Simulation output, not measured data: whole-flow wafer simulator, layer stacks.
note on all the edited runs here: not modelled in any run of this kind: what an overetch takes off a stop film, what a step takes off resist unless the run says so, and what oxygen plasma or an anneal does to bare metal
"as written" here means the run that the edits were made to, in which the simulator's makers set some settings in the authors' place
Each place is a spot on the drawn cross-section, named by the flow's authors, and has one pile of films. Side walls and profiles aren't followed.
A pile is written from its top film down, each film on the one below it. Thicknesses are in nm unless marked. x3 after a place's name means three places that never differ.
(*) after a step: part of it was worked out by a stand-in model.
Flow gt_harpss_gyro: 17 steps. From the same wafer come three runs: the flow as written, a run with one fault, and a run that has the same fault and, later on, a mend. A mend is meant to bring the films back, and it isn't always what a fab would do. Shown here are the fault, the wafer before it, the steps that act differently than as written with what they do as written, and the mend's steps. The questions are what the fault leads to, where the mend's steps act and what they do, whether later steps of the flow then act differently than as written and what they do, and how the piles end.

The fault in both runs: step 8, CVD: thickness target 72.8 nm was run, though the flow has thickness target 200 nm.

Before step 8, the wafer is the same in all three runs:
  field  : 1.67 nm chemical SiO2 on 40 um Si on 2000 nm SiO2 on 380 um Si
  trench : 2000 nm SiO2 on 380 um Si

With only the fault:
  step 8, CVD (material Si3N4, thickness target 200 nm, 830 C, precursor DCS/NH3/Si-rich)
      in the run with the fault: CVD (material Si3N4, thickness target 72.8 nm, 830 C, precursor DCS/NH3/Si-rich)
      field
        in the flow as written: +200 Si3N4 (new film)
        in the run with the fault: +72.8 Si3N4 (new film)
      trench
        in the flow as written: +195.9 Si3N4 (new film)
        in the run with the fault: +71.5 Si3N4 (new film)
  Later steps of the flow acting differently than as written:
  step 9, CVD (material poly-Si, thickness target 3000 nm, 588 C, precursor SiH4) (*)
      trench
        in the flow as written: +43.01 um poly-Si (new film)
        in the run with the fault: +43 um poly-Si (new film)
  At field, trench, the piles at the end differ from the flow's by more than 2% or 0.5 nm, whichever is larger.
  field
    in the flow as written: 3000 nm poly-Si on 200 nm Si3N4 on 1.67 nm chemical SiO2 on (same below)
    in the run with the fault: 3000 nm poly-Si on 72.8 nm Si3N4 on 1.67 nm chemical SiO2 on (same below)
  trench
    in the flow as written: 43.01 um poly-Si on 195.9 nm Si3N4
    in the run with the fault: 43 um poly-Si on 71.5 nm Si3N4

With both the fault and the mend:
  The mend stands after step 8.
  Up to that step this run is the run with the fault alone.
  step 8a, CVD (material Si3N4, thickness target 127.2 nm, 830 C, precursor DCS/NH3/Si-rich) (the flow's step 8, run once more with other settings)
      field
        +127.2 Si3N4
      trench
        +124.4 Si3N4
  Every later step of the flow that is run acts as written at every place that is followed.
  At the end the piles are close to the flow's at the places that both follow, differing by at most 2% or 0.5 nm, whichever is larger.
